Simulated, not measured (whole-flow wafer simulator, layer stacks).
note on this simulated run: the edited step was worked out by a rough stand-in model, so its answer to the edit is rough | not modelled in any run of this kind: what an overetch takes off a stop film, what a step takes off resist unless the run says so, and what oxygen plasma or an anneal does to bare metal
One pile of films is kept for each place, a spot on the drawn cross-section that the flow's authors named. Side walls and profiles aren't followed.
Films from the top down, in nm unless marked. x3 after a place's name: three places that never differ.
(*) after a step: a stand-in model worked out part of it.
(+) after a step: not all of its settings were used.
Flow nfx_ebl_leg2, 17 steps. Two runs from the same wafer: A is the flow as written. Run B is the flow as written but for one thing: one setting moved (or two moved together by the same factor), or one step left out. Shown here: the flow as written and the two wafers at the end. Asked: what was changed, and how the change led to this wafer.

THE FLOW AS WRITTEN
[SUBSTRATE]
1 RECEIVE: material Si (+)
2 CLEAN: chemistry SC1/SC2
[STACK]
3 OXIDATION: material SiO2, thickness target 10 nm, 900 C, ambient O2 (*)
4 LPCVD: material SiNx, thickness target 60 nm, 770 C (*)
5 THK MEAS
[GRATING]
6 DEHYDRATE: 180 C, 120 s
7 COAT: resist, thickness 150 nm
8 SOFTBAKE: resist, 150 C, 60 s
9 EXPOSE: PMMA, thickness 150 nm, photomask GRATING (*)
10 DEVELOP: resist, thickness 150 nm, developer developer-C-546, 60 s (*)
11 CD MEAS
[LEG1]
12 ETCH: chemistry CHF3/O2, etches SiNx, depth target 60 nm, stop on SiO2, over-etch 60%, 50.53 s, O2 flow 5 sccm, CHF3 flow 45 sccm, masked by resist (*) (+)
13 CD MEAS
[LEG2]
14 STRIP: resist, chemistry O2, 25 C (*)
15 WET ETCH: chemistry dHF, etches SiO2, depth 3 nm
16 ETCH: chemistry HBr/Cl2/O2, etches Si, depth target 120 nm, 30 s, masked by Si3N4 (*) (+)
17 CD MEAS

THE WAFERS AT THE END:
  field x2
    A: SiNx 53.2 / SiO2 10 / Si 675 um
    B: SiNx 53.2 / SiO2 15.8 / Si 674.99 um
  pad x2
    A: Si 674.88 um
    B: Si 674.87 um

The cause: step 3, OXIDATION: thickness target 15.8 nm was run, where the flow has thickness target 10 nm.
It can be read off the wafer: field x2 has SiO2 15.8, and step 3 as written asks for 10 nm.

How the change led to this, step by step:
  3 OXIDATION: material SiO2, thickness target 10 nm, 900 C, ambient O2 (*)
      field x2, pad x2: A SiO2 +10 (new film), chemical SiO2 -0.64 (all of it), Si -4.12 | B SiO2 +15.8 (new film), chemical SiO2 -0.64 (all of it), Si -6.67
  12 ETCH: chemistry CHF3/O2, etches SiNx, depth target 60 nm, stop on SiO2, over-etch 60%, 50.53 s, O2 flow 5 sccm, CHF3 flow 45 sccm, masked by resist (*) (+)
      pad x2: A SiNx -60 (all of it), SiO2 -10 (all of it) | B SiNx -60 (all of it), SiO2 -15.8 (all of it)
